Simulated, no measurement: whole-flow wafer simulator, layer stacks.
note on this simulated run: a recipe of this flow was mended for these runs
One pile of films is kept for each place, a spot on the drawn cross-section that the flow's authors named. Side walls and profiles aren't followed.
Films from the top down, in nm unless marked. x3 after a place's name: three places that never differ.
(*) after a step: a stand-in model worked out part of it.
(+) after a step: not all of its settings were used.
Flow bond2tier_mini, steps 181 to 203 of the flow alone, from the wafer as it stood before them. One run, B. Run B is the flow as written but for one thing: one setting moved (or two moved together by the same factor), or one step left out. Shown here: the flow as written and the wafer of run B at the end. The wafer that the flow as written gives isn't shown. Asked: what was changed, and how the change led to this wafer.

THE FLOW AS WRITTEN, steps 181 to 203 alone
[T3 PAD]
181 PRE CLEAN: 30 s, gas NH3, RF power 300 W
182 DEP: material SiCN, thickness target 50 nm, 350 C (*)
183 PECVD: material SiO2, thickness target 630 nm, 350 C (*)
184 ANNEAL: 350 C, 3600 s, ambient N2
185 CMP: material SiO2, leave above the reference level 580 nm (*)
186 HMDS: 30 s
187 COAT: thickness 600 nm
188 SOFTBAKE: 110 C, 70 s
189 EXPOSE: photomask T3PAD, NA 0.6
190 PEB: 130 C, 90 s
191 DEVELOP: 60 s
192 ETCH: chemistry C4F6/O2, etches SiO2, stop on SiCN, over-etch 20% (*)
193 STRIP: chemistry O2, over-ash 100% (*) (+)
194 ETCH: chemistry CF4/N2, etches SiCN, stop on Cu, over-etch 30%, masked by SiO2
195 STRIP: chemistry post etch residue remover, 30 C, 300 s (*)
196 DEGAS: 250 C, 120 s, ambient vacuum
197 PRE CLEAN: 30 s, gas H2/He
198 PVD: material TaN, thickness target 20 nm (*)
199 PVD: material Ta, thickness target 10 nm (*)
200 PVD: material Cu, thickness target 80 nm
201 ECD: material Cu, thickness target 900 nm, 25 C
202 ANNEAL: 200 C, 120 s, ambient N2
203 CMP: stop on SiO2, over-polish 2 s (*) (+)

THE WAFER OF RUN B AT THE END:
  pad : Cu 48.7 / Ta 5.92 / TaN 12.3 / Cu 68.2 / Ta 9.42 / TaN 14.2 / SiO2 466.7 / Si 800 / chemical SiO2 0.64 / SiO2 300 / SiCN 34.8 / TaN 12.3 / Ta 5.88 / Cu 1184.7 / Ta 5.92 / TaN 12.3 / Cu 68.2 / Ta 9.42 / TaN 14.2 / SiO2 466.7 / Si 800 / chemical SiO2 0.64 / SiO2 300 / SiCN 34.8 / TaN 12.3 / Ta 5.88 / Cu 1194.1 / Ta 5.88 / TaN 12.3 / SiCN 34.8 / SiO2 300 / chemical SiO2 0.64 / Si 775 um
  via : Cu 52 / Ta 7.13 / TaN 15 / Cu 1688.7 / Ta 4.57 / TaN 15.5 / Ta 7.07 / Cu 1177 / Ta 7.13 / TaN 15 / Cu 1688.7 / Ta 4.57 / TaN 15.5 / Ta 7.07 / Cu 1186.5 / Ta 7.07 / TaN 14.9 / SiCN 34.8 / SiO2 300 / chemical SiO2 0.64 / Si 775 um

The cause: step 201, ECD: material Cu, thickness target 900 nm, 25 C, was left out.

How the change led to this, step by step:
  203 CMP: stop on SiO2, over-polish 2 s (*) (+)
      pad: nothing (as written it would be: Cu -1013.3)
      field: Cu -80 (all of it), Ta -10 (all of it), TaN -20 (all of it) (as written it would be: Cu -980 (all of it), Ta -10 (all of it), TaN -20 (all of it))
      (and at 1 more place)
